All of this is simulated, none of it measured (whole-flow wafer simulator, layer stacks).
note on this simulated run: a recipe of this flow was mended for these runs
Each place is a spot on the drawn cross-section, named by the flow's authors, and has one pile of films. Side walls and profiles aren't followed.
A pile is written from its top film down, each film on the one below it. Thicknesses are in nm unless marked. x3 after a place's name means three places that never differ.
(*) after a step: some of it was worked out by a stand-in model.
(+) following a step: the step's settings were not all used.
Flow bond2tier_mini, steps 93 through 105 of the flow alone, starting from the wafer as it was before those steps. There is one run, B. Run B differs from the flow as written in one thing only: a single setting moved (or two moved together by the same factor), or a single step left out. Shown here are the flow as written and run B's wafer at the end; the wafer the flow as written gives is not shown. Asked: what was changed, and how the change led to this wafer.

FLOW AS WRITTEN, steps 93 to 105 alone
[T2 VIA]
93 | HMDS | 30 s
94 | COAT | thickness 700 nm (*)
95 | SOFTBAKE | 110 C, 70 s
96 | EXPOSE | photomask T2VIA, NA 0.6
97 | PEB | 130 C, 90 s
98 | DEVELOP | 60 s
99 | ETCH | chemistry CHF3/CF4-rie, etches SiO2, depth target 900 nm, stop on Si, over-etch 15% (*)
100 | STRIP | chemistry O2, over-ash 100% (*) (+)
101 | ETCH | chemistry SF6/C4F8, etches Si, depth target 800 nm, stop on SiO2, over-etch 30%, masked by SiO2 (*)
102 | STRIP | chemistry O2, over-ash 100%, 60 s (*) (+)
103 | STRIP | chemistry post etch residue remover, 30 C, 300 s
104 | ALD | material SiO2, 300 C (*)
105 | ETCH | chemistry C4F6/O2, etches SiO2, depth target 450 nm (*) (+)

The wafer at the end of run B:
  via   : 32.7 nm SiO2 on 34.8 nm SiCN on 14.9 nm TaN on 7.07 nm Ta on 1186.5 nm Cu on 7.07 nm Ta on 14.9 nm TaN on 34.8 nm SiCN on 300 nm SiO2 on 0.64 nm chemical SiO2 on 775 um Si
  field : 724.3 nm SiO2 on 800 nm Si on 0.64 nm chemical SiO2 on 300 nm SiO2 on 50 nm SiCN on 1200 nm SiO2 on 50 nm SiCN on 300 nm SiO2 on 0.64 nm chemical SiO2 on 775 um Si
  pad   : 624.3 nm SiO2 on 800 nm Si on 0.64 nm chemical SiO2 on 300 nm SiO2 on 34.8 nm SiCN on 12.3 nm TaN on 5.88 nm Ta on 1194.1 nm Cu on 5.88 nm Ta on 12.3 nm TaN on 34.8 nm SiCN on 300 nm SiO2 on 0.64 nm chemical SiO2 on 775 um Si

Cause: step 105, ETCH: depth target 315.4 nm was run, whereas the flow has depth target 450 nm.

The path from the change to this, step by step:
  105 | ETCH | chemistry C4F6/O2, etches SiO2, depth target 450 nm (*) (+)
      via: SiO2 loses 315.4 (as written it would have been: SiO2 loses 348.1 (all of it), SiCN loses 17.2)
      field, pad: SiO2 loses 315.4 (as written it would have been: SiO2 loses 450)
